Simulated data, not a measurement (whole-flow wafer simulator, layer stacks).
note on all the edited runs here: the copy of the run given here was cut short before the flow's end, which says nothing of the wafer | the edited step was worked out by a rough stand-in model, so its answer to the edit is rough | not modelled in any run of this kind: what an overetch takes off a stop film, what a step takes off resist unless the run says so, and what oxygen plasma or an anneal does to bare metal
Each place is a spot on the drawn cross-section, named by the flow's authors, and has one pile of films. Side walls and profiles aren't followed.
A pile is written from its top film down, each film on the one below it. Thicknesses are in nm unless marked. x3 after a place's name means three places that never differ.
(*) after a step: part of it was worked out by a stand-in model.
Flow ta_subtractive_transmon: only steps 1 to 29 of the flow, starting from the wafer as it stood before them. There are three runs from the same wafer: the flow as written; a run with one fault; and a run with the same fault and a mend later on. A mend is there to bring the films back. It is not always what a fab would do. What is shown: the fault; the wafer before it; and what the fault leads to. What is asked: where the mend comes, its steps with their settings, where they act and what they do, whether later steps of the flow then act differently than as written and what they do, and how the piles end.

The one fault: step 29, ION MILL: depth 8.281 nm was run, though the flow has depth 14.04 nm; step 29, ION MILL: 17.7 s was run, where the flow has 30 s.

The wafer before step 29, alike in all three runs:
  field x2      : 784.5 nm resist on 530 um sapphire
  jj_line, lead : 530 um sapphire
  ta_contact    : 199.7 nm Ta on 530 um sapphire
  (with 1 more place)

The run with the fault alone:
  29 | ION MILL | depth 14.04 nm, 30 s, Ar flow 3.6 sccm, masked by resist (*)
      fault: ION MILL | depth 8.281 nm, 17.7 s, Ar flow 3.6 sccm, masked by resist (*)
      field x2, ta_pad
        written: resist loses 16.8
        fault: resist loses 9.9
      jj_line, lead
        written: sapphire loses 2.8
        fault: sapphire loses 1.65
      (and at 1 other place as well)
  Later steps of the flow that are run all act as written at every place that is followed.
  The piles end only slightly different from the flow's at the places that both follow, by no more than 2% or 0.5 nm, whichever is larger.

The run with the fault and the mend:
  After step 29 comes the mend.
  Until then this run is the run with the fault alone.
  29a | ION MILL | depth 5.755 nm, 12.3 s, Ar flow 3.6 sccm, masked by resist (*) (the flow's step 29, run once more with other settings)
      field x2, ta_pad
        resist loses 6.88
      jj_line, lead
        sapphire loses 1.15
      ta_contact
        Ta loses 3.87
  Later steps of the flow that are run all act as written at every place that is followed.
  By the end, the piles equal the flow's at every place that both follow.
